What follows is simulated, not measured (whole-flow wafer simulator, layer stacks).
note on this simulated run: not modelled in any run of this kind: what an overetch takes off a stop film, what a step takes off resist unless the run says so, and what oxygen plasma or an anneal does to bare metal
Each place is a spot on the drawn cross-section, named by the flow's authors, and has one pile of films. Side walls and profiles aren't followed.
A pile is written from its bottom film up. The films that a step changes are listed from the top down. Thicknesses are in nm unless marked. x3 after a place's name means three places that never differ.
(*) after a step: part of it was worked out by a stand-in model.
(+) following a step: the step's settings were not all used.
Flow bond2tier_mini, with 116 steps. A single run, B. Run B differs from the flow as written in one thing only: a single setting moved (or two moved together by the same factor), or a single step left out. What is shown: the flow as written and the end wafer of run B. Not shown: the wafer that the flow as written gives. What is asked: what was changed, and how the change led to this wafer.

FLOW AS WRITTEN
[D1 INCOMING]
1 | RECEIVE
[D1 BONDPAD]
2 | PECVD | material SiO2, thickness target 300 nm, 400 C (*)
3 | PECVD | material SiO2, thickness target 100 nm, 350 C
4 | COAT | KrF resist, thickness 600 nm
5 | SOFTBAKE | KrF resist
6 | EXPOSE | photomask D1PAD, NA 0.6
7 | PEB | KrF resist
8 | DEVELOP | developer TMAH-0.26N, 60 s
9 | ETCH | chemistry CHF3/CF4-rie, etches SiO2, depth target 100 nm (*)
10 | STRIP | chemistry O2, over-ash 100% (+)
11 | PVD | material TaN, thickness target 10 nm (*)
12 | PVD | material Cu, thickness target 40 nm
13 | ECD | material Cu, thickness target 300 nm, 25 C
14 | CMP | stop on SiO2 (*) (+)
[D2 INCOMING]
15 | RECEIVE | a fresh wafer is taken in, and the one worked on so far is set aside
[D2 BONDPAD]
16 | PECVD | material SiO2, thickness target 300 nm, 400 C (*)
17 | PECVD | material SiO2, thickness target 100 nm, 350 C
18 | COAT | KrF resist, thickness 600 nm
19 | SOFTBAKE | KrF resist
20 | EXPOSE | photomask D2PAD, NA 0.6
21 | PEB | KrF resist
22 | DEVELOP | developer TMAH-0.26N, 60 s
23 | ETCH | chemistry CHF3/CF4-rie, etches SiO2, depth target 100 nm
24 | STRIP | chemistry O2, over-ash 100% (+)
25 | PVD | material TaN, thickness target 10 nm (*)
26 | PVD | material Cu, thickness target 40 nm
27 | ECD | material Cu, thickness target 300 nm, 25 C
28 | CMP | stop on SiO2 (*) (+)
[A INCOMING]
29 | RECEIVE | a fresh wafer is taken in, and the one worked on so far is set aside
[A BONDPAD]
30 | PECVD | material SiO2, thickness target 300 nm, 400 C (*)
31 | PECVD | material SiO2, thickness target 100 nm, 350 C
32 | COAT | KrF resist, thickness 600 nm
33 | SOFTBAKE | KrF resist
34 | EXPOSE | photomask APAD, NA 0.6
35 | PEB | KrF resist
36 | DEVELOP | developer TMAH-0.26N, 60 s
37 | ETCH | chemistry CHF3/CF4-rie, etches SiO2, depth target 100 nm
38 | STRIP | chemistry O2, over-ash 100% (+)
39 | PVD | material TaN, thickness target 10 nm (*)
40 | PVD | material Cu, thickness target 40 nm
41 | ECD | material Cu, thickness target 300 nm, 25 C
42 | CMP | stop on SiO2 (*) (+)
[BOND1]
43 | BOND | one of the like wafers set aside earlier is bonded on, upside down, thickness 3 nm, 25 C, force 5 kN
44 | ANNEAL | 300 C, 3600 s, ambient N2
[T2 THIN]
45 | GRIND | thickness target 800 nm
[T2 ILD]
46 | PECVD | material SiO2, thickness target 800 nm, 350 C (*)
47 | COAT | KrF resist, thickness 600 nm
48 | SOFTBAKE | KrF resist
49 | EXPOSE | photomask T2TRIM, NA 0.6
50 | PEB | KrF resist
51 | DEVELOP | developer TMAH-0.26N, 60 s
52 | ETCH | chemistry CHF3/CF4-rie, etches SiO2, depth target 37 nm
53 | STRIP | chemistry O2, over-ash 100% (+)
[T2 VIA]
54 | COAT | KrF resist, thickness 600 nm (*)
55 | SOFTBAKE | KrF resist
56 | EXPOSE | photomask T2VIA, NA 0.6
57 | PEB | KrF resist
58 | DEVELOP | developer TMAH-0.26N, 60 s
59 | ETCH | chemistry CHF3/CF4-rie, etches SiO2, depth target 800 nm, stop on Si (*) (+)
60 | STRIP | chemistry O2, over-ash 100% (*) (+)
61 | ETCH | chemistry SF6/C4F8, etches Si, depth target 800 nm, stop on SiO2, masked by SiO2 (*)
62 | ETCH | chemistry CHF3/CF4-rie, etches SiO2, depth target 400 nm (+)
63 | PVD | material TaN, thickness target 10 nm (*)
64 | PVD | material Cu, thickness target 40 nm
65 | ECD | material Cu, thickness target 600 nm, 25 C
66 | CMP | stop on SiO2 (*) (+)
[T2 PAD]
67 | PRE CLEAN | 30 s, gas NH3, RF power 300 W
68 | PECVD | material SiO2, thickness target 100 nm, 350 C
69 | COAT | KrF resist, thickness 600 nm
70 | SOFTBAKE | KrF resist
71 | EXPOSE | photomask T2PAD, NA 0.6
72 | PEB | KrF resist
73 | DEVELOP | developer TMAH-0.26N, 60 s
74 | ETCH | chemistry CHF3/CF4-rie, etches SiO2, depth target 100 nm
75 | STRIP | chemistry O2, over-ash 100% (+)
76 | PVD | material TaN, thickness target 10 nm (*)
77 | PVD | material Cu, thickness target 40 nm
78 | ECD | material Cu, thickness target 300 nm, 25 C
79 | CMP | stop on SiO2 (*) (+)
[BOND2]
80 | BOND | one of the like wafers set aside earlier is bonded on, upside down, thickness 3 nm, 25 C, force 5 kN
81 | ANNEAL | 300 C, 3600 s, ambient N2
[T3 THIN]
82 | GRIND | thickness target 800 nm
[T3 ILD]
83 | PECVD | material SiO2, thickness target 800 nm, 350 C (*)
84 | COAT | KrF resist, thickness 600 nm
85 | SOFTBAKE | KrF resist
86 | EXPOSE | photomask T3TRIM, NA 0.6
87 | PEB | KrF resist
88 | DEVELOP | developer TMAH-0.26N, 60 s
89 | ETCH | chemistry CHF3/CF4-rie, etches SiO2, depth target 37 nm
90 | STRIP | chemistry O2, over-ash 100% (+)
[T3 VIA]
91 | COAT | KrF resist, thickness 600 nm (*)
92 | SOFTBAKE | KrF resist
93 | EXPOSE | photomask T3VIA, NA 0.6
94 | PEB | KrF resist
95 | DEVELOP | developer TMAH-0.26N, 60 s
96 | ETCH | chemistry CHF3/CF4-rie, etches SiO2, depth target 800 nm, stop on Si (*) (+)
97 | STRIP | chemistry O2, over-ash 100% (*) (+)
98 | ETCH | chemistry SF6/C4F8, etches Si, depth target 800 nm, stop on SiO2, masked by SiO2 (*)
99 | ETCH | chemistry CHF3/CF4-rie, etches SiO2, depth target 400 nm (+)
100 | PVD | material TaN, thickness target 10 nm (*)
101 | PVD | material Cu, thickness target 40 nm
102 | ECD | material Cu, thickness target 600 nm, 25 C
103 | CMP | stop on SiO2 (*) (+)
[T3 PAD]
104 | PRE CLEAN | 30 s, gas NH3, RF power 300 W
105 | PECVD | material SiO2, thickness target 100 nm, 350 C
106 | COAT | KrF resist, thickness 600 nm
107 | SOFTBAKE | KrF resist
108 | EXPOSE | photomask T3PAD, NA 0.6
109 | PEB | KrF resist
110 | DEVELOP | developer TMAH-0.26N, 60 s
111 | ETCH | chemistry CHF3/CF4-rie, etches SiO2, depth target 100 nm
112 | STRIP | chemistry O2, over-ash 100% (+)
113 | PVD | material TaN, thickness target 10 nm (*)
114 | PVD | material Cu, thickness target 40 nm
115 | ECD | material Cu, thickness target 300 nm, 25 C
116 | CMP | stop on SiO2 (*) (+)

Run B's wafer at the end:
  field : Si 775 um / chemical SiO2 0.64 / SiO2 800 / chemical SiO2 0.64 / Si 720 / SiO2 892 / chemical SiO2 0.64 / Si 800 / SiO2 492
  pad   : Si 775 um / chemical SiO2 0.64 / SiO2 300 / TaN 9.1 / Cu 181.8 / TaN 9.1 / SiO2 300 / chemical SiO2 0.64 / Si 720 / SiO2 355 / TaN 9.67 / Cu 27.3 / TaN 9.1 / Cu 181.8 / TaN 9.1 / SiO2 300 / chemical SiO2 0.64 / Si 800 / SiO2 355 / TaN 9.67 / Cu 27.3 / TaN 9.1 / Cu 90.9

Cause: step 45, GRIND: thickness target 720 nm was run, though the flow has thickness target 800 nm.
The wafer lets one read it off: field has Si 720, and step 45 as written asks for 800 nm.

Step by step, how the change led to this:
  45 | GRIND | thickness target 800 nm
      field, pad, via: -774.28 um Si (it would be, as written: -774.2 um Si)
